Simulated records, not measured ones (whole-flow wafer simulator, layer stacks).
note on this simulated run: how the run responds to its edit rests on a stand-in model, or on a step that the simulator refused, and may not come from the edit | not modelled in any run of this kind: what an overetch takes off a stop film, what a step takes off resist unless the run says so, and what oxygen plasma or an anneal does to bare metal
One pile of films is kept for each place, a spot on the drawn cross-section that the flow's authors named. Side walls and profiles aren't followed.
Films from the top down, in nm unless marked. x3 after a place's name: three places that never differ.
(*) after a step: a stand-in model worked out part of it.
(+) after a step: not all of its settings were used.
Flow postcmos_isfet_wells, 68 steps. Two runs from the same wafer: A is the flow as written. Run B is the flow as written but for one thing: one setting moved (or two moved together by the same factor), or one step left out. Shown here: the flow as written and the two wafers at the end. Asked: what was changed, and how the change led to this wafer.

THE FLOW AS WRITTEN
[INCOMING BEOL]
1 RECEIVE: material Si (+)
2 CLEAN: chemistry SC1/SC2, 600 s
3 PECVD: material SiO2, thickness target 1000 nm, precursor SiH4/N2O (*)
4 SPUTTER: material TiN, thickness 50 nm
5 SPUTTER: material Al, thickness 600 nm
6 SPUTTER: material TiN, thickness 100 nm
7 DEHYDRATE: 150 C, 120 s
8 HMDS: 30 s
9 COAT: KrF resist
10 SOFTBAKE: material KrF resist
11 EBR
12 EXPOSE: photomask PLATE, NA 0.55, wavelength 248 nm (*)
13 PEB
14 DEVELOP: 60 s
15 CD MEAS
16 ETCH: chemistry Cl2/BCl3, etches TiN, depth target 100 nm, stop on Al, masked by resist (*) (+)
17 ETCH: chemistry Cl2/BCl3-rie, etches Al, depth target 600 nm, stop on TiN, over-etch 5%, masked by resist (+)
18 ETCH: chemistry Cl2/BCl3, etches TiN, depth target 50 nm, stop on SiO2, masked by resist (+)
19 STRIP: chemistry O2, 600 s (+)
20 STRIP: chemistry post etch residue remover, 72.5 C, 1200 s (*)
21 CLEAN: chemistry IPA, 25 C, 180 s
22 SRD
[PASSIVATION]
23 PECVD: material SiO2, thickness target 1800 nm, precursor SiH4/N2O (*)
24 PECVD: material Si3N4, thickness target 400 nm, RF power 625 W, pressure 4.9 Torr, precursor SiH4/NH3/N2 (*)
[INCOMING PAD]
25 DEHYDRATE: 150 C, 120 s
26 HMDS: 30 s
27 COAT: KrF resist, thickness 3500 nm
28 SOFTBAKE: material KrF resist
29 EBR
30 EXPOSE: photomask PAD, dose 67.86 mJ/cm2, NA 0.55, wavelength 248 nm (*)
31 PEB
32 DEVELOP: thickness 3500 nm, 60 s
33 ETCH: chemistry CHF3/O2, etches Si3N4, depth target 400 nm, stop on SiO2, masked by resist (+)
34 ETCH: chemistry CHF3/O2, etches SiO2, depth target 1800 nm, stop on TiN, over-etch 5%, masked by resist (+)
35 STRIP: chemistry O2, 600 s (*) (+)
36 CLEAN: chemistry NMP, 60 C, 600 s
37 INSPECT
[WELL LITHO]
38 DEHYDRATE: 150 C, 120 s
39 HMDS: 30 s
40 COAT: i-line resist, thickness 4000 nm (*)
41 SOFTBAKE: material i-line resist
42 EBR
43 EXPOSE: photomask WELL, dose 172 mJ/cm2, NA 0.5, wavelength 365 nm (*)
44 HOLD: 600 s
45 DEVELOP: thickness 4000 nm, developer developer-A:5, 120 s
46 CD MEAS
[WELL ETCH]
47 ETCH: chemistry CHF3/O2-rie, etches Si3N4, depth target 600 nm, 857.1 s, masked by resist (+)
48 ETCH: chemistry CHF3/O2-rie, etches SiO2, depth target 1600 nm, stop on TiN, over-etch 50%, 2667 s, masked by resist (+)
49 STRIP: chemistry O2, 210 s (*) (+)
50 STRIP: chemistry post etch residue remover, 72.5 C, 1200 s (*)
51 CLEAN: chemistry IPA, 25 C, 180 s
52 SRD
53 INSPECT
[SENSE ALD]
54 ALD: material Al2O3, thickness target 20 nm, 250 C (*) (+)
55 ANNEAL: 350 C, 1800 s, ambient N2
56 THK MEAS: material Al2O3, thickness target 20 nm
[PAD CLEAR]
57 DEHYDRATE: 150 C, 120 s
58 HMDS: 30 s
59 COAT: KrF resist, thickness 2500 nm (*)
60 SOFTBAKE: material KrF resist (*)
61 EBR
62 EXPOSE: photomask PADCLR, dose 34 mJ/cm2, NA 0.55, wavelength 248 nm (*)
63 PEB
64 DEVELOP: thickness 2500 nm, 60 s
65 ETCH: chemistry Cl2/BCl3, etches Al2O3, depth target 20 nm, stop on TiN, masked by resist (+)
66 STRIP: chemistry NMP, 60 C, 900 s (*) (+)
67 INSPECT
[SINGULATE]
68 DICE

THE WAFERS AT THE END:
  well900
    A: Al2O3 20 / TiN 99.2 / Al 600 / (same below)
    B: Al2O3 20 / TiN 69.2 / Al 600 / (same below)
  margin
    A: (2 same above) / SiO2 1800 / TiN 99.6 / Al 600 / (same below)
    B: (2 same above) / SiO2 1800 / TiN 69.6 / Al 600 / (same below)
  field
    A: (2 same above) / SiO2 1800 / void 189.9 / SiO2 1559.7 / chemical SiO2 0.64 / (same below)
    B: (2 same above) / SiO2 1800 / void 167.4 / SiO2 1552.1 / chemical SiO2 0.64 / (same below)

The cause: step 6, SPUTTER: thickness 70 nm was run, where the flow has thickness 100 nm.

How the change led to this, step by step:
  6 SPUTTER: material TiN, thickness 100 nm
      field, margin, well900, well1300 x3, pad_rim, pad_clr, pad_open: A TiN +100 (new film) | B TiN +70 (new film)
  16 ETCH: chemistry Cl2/BCl3, etches TiN, depth target 100 nm, stop on Al, masked by resist (*) (+)
      field: A TiN -100 (all of it) | B TiN -70 (all of it)
  23 PECVD: material SiO2, thickness target 1800 nm, precursor SiH4/N2O (*)
      field: A SiO2 +1800 (new film), void +189.9 (new film), SiO2 +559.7 | B SiO2 +1800 (new film), void +167.4 (new film), SiO2 +552.1
